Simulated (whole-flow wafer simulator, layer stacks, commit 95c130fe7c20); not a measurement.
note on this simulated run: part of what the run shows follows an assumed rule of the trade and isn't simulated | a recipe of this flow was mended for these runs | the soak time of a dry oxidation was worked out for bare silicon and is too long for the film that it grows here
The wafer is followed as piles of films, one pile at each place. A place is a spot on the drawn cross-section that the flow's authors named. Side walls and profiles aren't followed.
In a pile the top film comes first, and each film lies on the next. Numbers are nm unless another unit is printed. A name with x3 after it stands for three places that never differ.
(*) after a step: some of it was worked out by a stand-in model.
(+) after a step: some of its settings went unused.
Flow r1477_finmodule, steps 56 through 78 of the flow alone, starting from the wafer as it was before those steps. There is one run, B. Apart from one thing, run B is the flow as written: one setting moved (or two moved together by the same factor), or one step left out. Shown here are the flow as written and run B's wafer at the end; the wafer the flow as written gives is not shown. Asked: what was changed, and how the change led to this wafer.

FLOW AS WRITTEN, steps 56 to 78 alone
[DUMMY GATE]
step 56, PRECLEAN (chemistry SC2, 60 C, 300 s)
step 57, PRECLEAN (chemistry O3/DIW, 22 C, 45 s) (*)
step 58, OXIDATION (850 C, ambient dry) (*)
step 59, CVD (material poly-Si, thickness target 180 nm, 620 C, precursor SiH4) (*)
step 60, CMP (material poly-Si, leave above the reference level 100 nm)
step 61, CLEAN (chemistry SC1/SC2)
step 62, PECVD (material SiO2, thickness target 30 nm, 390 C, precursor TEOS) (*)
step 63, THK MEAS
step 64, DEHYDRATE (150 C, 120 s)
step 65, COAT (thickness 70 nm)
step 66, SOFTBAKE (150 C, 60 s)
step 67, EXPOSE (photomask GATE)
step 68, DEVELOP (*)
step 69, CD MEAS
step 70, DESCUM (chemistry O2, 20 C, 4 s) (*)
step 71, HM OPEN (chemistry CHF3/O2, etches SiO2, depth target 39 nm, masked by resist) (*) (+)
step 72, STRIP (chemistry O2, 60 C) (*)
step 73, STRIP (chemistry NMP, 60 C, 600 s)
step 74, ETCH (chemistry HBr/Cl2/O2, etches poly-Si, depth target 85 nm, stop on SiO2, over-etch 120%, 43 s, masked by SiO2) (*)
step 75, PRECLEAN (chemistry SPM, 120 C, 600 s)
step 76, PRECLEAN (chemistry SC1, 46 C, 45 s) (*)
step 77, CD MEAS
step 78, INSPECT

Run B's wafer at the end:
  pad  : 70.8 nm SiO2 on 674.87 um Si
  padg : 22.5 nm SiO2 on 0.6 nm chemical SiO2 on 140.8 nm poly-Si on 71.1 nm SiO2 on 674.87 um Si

What caused this: step 59, CVD: thickness target 141.1 nm was run, though the flow has thickness target 180 nm.

How this came from the change, step by step:
  step 59, CVD (material poly-Si, thickness target 180 nm, 620 C, precursor SiH4) (*)
      esg x6, s40cg x3, eso x6, s40co x3: +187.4 poly-Si (new film) (it would be, as written: +226.3 poly-Si (new film))
      pad, padg, elg x7, elo x7: +141.1 poly-Si (new film) (it would be, as written: +180 poly-Si (new film))
      (as well as at 2 more places)
  step 60, CMP (material poly-Si, leave above the reference level 100 nm)
      pad, padg: nothing (it would be, as written: -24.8 poly-Si)
      elg x7, esg x6, s40cg x3, elo x7, eso x6, s40co x3: -41.1 poly-Si (it would be, as written: -80 poly-Si)
      (as well as at 2 more places)
  step 74, ETCH (chemistry HBr/Cl2/O2, etches poly-Si, depth target 85 nm, stop on SiO2, over-etch 120%, 43 s, masked by SiO2) (*)
      pad: -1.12 chemical SiO2 (all of it), -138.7 poly-Si (all of it), -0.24 SiO2 (it would be, as written: -1.12 chemical SiO2 (all of it), -152.8 poly-Si (all of it), -0.17 SiO2)
